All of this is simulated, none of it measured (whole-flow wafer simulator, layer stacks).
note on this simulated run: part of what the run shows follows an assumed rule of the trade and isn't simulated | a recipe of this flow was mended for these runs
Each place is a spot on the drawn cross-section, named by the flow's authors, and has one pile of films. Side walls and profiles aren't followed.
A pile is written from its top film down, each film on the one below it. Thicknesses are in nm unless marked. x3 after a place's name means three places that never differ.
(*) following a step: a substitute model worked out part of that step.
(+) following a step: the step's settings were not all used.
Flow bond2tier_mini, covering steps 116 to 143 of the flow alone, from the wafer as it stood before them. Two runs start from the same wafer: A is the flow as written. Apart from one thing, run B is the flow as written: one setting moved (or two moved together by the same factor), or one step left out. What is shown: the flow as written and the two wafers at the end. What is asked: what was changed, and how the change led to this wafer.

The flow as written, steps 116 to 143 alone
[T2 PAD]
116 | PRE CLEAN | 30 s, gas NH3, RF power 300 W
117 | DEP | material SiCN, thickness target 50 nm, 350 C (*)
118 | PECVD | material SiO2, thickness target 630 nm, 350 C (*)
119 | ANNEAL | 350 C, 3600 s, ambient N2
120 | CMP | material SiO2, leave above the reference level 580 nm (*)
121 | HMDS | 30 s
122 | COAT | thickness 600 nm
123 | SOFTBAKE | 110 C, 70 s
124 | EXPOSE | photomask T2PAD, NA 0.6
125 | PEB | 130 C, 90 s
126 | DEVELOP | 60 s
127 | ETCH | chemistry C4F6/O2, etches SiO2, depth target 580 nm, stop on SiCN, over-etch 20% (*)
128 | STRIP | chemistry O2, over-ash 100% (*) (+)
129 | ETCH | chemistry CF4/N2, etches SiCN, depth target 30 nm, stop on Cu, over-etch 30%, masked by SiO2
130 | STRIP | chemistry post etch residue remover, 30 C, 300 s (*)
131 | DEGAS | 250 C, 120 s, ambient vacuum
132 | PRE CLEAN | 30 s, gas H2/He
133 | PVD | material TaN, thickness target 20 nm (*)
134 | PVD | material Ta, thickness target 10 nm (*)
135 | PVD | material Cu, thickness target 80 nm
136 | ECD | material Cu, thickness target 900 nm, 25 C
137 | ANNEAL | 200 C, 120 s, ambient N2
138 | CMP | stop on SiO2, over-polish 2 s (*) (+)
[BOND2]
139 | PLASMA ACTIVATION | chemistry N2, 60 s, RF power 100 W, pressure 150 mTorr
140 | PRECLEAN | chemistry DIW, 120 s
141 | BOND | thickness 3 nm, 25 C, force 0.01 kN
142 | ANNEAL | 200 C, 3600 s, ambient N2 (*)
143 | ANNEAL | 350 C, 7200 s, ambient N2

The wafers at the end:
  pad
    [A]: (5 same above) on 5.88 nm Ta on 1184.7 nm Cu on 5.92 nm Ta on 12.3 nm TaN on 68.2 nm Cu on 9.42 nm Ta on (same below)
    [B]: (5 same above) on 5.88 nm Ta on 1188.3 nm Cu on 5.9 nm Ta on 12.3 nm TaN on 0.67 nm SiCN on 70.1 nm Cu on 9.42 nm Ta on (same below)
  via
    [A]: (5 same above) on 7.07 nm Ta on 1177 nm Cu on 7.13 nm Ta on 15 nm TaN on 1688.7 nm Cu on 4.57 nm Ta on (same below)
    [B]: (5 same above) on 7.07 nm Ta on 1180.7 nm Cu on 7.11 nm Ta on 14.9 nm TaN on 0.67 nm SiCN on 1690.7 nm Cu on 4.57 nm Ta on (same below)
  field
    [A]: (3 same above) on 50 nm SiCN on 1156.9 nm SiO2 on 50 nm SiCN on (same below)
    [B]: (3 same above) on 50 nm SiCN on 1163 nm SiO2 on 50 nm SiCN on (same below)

The reason: step 129, ETCH: depth target 22.9 nm was run, while the flow as written has depth target 30 nm.

How this came from the change, step by step:
  129 | ETCH | chemistry CF4/N2, etches SiCN, depth target 30 nm, stop on Cu, over-etch 30%, masked by SiO2
      pad, via: A SiCN loses 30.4 (all of it), Cu loses 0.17 | B SiCN loses 29.8
      field: A SiO2 loses 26 | B SiO2 loses 19.8
  130 | STRIP | chemistry post etch residue remover, 30 C, 300 s (*)
      pad, via: A Cu loses 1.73 | B nothing
If metal films that touch count as one body, pad has 3 bodies (between them, from the top down: SiCN 0.67; SiO2 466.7 / Si 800 / chemical SiO2 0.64 / SiO2 300 / SiCN 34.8); the flow as written gives 2 bodies (between them, from the top down: SiO2 466.7 / Si 800 / chemical SiO2 0.64 / SiO2 300 / SiCN 34.8).
If metal films that touch count as one body, via has 2 bodies (between them, from the top down: SiCN 0.67); the flow as written gives 1 body.
